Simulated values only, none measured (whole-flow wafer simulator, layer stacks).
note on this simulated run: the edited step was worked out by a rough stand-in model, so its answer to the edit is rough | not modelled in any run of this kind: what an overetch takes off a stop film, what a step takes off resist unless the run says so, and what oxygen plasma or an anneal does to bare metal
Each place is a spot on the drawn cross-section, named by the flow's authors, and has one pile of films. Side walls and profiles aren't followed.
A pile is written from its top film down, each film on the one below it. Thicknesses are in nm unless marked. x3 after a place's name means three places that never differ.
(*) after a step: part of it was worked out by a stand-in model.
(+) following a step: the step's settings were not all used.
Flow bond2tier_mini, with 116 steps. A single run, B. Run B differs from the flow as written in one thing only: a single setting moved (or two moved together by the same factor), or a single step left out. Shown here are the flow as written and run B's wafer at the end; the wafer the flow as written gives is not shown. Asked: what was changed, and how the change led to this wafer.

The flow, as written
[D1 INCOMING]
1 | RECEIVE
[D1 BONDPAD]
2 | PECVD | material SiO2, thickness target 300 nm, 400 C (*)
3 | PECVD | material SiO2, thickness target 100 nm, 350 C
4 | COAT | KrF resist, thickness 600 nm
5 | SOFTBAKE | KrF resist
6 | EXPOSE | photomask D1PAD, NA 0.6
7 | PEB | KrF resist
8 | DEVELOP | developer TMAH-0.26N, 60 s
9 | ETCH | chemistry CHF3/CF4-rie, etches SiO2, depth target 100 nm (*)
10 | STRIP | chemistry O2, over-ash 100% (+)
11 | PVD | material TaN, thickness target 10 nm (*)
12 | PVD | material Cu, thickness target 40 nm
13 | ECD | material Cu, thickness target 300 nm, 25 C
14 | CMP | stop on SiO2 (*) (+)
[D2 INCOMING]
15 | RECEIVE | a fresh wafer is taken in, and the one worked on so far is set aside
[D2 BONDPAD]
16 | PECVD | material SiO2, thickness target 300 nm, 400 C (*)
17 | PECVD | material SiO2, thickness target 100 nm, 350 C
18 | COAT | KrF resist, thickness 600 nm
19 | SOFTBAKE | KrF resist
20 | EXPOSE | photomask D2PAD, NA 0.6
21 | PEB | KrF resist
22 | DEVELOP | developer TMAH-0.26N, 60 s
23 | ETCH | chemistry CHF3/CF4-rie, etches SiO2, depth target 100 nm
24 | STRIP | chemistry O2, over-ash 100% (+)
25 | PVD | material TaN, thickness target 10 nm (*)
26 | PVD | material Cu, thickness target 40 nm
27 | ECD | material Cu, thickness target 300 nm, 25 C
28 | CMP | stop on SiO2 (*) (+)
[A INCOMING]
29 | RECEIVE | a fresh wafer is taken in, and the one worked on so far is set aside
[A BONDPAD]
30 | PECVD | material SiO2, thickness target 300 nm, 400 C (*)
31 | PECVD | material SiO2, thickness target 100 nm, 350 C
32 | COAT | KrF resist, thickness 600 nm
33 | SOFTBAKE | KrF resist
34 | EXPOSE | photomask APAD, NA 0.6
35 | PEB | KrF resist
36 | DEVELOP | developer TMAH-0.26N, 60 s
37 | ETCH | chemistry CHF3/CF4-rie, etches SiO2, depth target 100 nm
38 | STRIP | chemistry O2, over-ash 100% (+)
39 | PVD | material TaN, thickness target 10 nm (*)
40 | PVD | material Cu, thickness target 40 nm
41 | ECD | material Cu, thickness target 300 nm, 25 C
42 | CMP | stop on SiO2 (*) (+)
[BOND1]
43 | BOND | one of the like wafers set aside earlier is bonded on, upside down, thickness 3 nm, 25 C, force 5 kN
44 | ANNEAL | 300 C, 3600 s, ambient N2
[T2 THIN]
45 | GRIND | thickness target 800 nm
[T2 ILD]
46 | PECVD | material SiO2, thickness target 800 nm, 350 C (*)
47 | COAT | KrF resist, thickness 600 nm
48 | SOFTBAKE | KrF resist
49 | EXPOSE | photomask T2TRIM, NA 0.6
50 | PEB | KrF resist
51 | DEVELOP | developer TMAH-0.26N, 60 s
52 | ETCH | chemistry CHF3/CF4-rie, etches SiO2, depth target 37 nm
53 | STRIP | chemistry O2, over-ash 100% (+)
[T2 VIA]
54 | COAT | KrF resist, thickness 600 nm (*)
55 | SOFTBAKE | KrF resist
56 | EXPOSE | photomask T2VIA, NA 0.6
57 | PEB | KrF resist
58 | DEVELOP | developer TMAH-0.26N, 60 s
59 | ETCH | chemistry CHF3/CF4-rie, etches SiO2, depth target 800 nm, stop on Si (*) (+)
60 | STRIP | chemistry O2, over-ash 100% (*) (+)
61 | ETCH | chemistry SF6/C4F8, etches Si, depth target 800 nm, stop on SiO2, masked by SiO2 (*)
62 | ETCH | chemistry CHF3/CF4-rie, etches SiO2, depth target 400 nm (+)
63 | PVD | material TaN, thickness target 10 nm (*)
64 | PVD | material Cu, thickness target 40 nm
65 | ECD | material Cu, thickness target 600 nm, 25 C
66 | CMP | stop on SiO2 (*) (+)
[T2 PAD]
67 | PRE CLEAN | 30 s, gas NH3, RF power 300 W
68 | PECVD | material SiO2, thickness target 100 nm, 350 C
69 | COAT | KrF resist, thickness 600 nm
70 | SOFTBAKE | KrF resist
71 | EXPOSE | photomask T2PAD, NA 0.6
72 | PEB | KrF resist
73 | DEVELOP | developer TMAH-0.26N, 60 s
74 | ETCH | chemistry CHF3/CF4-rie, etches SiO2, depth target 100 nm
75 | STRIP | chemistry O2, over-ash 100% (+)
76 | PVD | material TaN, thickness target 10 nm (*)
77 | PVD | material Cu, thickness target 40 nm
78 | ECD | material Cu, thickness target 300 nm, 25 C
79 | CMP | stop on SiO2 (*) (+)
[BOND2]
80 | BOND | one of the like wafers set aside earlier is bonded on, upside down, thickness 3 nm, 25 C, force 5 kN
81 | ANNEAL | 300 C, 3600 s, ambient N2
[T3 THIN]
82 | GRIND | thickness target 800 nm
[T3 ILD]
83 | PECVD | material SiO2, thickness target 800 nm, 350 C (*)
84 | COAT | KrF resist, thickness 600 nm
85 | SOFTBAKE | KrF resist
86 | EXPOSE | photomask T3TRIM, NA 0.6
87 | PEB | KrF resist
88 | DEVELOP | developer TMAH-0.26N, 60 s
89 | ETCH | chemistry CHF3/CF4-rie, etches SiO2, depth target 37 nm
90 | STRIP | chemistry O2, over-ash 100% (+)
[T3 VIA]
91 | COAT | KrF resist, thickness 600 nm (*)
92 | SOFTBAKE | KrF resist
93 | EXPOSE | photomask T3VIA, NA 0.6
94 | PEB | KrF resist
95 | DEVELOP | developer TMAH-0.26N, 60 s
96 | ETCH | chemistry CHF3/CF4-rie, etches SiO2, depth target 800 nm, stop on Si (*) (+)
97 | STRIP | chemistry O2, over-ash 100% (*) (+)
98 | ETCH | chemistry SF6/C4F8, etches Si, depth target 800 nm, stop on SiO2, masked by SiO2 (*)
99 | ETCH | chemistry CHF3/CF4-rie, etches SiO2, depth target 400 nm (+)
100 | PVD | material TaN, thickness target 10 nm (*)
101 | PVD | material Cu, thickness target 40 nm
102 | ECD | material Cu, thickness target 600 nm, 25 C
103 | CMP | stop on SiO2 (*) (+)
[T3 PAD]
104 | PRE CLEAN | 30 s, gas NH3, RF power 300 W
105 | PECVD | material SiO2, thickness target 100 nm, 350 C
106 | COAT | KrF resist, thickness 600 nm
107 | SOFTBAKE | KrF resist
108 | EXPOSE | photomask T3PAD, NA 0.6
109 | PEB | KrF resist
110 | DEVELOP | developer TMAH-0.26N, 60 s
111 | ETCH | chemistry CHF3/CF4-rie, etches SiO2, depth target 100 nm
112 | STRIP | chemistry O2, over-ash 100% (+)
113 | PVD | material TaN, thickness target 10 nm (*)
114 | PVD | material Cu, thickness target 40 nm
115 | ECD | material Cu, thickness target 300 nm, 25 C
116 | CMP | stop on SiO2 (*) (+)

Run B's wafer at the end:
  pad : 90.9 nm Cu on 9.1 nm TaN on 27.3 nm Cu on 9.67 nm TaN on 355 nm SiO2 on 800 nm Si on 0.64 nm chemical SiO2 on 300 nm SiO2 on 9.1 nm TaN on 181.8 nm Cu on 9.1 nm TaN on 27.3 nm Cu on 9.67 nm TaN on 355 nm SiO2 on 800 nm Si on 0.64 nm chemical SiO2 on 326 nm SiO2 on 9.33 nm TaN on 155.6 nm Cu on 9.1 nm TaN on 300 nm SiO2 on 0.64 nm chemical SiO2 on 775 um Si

Cause: step 9, ETCH: depth target 74 nm was run, though the flow has depth target 100 nm.

Step by step, how the change led to this:
  9 | ETCH | chemistry CHF3/CF4-rie, etches SiO2, depth target 100 nm (*)
      pad, via: SiO2 loses 74 (as written it would have been: SiO2 loses 100)
      field: KrF resist loses 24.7 (as written it would have been: KrF resist loses 33.3)
  12 | PVD | material Cu, thickness target 40 nm
      pad: Cu gains 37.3 (new film) (as written it would have been: Cu gains 36.4 (new film))
  13 | ECD | material Cu, thickness target 300 nm, 25 C
      pad: Cu gains 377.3 (as written it would have been: Cu gains 404.5)
      via: Cu gains 374.1 (as written it would have been: Cu gains 400.2)
  43 | BOND | one of the like wafers set aside earlier is bonded on, upside down, thickness 3 nm, 25 C, force 5 kN
      pad: Si gains 775 um (new film), chemical SiO2 gains 0.64 (new film), SiO2 gains 326 (new film), TaN gains 9.33 (new film), Cu gains 64.7 (as written it would have been: Si gains 775 um (new film), chemical SiO2 gains 0.64 (new film), SiO2 gains 300 (new film), TaN gains 9.1 (new film), Cu gains 90.9)
      via: Si gains 775 um (new film), chemical SiO2 gains 0.64 (new film), SiO2 gains 326 (new film), TaN gains 9.99 (new film), Cu gains 64 (as written it would have been: Si gains 775 um (new film), chemical SiO2 gains 0.64 (new film), SiO2 gains 300 (new film), TaN gains 9.97 (new film), Cu gains 90)
